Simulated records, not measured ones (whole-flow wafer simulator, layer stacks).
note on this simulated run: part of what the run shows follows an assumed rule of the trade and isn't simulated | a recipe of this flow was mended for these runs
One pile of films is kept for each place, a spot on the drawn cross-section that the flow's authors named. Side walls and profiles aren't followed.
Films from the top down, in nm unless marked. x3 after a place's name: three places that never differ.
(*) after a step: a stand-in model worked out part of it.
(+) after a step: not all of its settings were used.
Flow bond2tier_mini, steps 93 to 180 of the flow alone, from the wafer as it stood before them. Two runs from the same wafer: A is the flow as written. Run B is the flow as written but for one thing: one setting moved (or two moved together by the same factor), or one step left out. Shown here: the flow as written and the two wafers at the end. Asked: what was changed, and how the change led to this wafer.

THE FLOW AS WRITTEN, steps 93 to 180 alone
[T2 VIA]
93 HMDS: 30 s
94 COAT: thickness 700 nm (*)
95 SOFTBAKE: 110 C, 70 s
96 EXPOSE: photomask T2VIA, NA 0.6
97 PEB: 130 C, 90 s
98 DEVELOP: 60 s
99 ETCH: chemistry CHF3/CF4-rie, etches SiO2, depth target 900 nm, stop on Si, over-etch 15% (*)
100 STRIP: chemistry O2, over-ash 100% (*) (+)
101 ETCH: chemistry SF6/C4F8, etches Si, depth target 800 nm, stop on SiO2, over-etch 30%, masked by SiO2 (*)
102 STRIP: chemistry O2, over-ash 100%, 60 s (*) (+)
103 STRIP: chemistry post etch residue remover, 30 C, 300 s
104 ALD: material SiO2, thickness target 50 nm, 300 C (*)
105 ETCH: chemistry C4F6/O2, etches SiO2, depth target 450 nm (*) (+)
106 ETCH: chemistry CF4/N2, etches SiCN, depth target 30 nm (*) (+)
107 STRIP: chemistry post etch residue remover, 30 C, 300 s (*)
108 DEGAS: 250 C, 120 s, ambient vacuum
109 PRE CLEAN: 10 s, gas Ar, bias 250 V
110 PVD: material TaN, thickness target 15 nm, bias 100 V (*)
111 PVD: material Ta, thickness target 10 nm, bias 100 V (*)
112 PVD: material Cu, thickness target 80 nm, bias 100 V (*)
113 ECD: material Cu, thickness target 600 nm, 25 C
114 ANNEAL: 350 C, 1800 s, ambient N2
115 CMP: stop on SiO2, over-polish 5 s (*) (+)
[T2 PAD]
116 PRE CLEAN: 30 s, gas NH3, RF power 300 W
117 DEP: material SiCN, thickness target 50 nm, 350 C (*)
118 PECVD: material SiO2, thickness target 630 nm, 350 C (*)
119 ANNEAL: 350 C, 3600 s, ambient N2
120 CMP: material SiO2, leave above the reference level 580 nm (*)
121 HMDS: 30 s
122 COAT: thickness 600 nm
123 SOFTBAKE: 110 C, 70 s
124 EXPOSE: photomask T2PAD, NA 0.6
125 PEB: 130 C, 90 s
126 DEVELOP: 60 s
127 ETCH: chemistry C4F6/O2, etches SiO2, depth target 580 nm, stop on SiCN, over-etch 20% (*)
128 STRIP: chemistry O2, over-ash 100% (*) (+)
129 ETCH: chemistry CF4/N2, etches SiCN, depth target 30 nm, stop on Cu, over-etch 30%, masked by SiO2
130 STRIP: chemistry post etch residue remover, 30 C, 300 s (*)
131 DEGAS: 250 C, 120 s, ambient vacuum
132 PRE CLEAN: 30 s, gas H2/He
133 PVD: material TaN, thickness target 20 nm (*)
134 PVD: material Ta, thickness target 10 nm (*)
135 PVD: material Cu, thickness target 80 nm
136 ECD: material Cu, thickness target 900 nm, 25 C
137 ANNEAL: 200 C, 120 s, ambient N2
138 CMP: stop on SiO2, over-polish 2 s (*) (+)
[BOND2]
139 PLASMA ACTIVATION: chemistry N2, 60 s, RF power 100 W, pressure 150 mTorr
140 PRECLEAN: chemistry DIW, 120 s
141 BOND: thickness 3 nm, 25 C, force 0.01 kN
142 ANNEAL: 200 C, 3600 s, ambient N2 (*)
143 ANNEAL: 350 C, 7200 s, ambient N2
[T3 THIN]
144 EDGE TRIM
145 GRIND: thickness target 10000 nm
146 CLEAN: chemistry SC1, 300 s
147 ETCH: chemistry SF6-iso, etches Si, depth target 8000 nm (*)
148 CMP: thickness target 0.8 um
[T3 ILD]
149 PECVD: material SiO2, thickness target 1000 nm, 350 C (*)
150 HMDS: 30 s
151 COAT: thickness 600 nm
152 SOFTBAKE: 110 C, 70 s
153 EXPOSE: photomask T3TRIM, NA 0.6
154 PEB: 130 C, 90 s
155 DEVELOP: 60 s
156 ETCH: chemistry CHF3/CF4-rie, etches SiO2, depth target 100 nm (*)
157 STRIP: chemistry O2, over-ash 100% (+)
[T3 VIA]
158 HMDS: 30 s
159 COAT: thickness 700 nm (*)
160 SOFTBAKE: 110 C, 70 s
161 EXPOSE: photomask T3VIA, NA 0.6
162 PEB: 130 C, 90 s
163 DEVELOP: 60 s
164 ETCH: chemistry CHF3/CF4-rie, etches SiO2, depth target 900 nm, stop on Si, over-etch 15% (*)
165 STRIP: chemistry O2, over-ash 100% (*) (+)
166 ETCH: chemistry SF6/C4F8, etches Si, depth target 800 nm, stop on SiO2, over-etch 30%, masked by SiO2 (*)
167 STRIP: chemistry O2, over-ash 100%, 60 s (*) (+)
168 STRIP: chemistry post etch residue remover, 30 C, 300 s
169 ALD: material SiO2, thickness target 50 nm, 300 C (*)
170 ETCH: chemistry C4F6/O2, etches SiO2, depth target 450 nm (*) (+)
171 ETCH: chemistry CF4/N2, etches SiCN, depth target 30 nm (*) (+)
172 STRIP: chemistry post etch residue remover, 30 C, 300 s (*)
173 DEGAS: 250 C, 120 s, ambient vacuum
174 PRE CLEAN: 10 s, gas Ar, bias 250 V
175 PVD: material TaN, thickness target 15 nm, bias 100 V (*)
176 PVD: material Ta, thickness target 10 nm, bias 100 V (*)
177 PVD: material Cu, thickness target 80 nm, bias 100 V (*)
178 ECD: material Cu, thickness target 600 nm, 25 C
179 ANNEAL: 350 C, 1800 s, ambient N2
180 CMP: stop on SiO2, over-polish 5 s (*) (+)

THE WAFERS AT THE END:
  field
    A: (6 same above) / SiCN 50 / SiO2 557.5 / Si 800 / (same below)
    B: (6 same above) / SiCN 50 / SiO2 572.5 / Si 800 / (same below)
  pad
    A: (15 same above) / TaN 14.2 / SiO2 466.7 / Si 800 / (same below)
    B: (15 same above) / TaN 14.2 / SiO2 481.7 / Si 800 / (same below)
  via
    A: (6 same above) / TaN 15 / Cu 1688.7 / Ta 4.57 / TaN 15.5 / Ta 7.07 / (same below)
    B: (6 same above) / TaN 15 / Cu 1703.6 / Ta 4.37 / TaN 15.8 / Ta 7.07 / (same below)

The cause: step 104, ALD: thickness target 65 nm was run, where the flow has thickness target 50 nm.

How the change led to this, step by step:
  104 ALD: material SiO2, thickness target 50 nm, 300 C (*)
      field, pad, via: A SiO2 +50 | B SiO2 +65
  105 ETCH: chemistry C4F6/O2, etches SiO2, depth target 450 nm (*) (+)
      via: A SiO2 -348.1 (all of it), SiCN -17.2 | B SiO2 -363.1 (all of it), SiCN -14.6
  106 ETCH: chemistry CF4/N2, etches SiCN, depth target 30 nm (*) (+)
      via: A SiCN -17.6 (all of it), TaN -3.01 | B SiCN -20.2 (all of it), TaN -2.4
  112 PVD: material Cu, thickness target 80 nm, bias 100 V (*)
      via: A Cu +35 (new film) | B Cu +33.3 (new film)
